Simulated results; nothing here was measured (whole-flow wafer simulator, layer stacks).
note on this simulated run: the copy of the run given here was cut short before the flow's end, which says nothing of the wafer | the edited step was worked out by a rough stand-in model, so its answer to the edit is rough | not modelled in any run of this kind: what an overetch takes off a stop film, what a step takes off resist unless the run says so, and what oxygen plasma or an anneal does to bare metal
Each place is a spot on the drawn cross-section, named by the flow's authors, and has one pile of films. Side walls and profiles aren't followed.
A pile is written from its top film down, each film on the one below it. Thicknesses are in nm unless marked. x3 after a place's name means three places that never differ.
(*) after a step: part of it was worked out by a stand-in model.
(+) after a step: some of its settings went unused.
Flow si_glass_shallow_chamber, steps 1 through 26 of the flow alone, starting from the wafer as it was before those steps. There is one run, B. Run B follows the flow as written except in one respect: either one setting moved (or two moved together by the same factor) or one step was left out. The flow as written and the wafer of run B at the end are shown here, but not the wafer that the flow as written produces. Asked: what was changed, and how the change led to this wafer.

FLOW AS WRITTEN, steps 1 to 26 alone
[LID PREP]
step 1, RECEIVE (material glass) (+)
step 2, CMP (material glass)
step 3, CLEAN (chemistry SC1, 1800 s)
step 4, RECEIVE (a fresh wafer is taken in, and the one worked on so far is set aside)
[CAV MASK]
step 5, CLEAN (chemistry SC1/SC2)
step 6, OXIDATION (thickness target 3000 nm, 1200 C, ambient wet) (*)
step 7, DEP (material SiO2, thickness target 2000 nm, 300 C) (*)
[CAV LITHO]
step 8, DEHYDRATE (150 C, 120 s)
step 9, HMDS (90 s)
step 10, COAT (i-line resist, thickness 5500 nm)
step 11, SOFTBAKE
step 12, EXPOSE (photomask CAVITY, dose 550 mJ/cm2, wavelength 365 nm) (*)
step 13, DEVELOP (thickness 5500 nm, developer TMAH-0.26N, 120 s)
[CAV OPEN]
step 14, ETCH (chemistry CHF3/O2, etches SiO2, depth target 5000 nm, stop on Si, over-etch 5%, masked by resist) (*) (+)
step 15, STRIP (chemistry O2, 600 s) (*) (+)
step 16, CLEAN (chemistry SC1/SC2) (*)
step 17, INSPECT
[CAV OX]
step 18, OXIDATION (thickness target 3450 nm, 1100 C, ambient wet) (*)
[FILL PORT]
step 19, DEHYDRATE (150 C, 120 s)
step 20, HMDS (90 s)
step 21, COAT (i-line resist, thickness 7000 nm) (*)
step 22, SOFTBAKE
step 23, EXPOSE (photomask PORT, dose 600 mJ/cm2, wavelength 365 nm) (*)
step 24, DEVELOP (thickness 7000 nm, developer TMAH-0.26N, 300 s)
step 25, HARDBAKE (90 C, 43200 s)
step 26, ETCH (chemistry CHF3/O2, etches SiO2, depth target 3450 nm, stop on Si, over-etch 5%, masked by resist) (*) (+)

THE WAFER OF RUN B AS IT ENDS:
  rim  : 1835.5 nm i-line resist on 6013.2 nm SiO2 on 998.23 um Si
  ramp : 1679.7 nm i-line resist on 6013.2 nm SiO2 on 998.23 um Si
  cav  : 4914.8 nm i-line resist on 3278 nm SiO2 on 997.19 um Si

Cause: step 18, OXIDATION: thickness target 3278 nm was run, whereas the flow has thickness target 3450 nm.
The wafer itself shows it: cav has SiO2 3278, and step 18 as written asks for 3450 nm.

Step by step, how the change led to this:
  step 18, OXIDATION (thickness target 3450 nm, 1100 C, ambient wet) (*)
      rim, ramp, septum, ring: SiO2 gains 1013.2, Si loses 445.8 (as written it would have been: SiO2 gains 1109.8, Si loses 488.3)
      cav, port: SiO2 gains 3278 (new film), chemical SiO2 loses 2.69 (all of it), Si loses 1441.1 (as written it would have been: SiO2 gains 3450 (new film), chemical SiO2 loses 2.69 (all of it), Si loses 1516.8)
  step 26, ETCH (chemistry CHF3/O2, etches SiO2, depth target 3450 nm, stop on Si, over-etch 5%, masked by resist) (*) (+)
      rim, ramp, cav, ring: i-line resist loses 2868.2 (as written it would have been: i-line resist loses 3018.8)
      port: SiO2 loses 3278 (all of it), Si loses 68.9 (as written it would have been: SiO2 loses 3450 (all of it), Si loses 34.5)
      (and at 1 other place as well)
